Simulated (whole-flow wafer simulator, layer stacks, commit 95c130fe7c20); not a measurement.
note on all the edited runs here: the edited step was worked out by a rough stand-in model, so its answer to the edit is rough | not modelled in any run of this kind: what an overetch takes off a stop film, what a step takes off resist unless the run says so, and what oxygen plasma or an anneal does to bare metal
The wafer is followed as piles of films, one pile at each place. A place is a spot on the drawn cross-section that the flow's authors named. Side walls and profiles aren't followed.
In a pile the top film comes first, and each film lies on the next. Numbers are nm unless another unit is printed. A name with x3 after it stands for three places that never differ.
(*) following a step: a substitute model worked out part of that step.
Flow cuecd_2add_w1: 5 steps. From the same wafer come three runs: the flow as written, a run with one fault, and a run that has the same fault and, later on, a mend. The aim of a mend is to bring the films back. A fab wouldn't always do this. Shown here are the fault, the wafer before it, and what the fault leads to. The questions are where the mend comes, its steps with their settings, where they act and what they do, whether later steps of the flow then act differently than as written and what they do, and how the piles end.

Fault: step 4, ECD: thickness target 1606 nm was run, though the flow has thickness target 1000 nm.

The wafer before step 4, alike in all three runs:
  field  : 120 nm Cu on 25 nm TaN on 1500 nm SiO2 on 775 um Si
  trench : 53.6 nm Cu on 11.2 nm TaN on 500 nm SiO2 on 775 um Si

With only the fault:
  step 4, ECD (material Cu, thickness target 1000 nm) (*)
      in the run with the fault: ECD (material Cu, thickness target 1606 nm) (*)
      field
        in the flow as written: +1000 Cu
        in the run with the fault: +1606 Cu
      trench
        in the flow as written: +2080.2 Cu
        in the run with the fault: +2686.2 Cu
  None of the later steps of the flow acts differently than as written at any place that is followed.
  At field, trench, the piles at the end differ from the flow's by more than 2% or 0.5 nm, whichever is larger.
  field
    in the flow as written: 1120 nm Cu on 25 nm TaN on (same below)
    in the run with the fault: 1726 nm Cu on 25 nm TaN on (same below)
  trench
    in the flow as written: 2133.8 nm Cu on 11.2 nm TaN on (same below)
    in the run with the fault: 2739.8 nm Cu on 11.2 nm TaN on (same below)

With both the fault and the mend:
  After step 5 comes the mend.
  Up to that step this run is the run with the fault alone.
  step 5a, ETCH (chemistry cu recess dil, depth target 606 nm)
      field, trench
        -606 Cu
  None of the later steps of the flow acts differently than as written at any place that is followed.
  By the end, the piles equal the flow's at every place that both follow.
